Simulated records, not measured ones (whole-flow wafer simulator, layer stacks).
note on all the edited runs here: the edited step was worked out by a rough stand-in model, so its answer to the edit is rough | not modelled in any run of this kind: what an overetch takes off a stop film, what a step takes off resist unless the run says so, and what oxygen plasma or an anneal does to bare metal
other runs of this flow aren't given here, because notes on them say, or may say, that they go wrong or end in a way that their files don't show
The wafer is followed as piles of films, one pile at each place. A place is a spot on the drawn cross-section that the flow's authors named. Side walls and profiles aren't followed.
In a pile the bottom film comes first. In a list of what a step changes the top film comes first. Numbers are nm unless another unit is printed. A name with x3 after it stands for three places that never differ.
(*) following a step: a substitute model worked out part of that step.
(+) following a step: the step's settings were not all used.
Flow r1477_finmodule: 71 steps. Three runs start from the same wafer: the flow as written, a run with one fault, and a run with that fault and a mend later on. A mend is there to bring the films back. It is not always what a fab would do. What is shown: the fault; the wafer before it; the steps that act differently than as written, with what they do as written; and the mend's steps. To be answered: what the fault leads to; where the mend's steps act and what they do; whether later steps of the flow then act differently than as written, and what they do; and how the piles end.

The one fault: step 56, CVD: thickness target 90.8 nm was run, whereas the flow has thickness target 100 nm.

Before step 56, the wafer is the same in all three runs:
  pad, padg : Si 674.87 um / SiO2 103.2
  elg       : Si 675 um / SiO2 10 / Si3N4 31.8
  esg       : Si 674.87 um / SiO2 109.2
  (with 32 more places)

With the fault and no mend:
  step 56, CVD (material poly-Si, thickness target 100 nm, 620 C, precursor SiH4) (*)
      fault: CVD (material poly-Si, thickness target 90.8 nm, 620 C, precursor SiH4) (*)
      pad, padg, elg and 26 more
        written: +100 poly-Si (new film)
        fault: +90.8 poly-Si (new film)
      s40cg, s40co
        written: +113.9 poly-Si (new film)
        fault: +104.5 poly-Si (new film)
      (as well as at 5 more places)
  Steps further on in the flow that do not act as written (3 other steps are not shown; they differ only slightly, by no more than 2% or 0.5 nm, whichever is larger):
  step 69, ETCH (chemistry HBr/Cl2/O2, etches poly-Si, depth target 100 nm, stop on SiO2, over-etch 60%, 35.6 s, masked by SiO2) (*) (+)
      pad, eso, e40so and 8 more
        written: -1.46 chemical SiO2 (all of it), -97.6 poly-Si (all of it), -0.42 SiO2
        fault: -1.46 chemical SiO2 (all of it), -88.4 poly-Si (all of it), -0.88 SiO2
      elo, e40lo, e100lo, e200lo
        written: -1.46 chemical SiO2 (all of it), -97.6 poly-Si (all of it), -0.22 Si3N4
        fault: -1.46 chemical SiO2 (all of it), -88.4 poly-Si (all of it), -1.06 Si3N4
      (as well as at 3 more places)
  By the end, the piles at padg, elg, esg and 19 more depart from the flow's by more than 2% or 0.5 nm, whichever is larger.
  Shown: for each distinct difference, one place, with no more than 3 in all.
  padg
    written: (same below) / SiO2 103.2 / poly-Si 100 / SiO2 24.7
    fault: (same below) / SiO2 103.2 / poly-Si 90.8 / SiO2 24.7
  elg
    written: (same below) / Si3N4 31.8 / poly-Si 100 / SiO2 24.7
    fault: (same below) / Si3N4 31.8 / poly-Si 90.8 / SiO2 24.7
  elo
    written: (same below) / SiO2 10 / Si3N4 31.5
    fault: (same below) / SiO2 10 / Si3N4 30.7

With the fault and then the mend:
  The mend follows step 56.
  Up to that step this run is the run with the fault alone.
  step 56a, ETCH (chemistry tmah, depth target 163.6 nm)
      pad, padg, elg and 26 more
        -90.8 poly-Si (all of it)
      s40cg, s40co
        -104.5 poly-Si (all of it)
      s45cg, s45co
        -103.9 poly-Si (all of it)
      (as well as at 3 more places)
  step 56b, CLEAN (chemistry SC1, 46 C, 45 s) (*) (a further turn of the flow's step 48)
      s40sg_line, s45sg_line, s50sg_line, s40so_line, s45so_line, s50so_line
        -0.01 SiO2
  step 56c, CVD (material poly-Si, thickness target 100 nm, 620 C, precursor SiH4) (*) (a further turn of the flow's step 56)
      pad, padg, elg and 26 more
        +100 poly-Si (new film)
      s40cg, s40co
        +113.9 poly-Si (new film)
      s45cg, s45co
        +113.4 poly-Si (new film)
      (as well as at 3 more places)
  Every later step of the flow that is run acts as written, at every place that is followed, to within 2% or 0.5 nm, whichever is larger.
  When the end is reached, the piles differ only a little from the flow's at the places that both follow, at most by 2% or 0.5 nm, whichever is larger.
